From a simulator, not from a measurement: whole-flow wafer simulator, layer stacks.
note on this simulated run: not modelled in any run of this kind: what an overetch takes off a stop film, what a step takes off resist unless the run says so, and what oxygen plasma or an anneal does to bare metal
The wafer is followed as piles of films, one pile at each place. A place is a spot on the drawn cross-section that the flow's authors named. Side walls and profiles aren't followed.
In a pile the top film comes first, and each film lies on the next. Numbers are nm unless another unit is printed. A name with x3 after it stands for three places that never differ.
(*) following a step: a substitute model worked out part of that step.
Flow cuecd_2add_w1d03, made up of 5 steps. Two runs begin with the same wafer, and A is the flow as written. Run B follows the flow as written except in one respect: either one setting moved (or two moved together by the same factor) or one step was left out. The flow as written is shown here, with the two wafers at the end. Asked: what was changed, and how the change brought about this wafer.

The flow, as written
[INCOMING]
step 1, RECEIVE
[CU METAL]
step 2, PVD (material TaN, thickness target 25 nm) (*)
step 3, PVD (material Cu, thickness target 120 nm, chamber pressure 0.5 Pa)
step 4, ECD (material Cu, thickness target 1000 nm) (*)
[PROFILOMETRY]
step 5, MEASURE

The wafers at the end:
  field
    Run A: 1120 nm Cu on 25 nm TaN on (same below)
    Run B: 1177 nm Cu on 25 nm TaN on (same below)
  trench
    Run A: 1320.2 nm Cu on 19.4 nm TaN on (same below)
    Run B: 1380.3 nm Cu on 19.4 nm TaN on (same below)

Cause: step 3, PVD: thickness target 177 nm was run, though the flow has thickness target 120 nm.

Step by step, how the change led to this:
  step 3, PVD (material Cu, thickness target 120 nm, chamber pressure 0.5 Pa)
      field: A Cu gains 120 (new film) | B Cu gains 177 (new film)
      trench: A Cu gains 93.4 (new film) | B Cu gains 137.7 (new film)
